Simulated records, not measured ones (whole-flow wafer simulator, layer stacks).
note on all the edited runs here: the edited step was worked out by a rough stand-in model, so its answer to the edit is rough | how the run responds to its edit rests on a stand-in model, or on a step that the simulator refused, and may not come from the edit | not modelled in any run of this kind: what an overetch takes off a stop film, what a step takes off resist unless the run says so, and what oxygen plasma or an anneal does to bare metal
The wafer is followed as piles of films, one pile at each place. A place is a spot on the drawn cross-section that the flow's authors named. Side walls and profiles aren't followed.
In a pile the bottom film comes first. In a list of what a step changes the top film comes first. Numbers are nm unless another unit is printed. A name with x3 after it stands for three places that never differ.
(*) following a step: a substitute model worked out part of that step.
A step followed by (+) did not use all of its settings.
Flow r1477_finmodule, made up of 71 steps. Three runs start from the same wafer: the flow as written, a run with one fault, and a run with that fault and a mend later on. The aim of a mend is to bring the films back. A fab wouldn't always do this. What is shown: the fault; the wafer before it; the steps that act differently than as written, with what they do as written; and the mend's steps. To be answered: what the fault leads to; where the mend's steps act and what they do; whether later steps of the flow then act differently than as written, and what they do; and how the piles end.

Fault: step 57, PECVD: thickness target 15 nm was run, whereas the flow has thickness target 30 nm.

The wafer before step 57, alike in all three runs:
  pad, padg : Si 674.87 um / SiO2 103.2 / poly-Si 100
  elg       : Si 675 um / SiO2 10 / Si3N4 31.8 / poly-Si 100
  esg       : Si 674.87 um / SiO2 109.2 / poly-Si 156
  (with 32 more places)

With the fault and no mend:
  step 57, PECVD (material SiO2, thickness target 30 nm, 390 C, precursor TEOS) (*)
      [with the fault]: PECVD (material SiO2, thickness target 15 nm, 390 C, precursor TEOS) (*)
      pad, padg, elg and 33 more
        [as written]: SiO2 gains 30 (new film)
        [with the fault]: SiO2 gains 15 (new film)
  Steps later in the flow that act otherwise than as written (3 other steps are not shown; they differ only slightly, by no more than 2% or 0.5 nm, whichever is larger):
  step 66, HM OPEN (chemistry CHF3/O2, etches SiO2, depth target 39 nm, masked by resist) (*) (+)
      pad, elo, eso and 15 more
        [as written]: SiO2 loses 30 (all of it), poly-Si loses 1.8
        [with the fault]: SiO2 loses 15 (all of it), poly-Si loses 1.5
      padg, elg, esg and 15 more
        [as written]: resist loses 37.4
        [with the fault]: resist loses 21.6
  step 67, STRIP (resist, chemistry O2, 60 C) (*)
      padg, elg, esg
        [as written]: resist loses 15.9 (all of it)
        [with the fault]: resist loses 31.7 (all of it)
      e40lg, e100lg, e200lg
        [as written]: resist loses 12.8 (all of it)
        [with the fault]: resist loses 28.6 (all of it)
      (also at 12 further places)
  At padg, elg, esg and 15 more, the piles at the end differ from the flow's by more than 2% or 0.5 nm, whichever is larger.
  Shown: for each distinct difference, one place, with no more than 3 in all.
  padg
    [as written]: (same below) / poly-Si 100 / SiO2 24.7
    [with the fault]: (same below) / poly-Si 100 / SiO2 9.7
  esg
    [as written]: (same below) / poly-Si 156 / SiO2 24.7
    [with the fault]: (same below) / poly-Si 156 / SiO2 9.7
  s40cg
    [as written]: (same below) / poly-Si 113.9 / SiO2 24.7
    [with the fault]: (same below) / poly-Si 113.9 / SiO2 9.7

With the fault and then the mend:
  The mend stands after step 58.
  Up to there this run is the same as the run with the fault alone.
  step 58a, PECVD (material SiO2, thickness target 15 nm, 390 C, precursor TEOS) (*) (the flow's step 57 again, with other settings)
      pad, padg, elg and 33 more
        SiO2 gains 15
  None of the later steps of the flow acts differently than as written at any place that is followed.
  At every place that both follow, the piles at the end match the flow's.
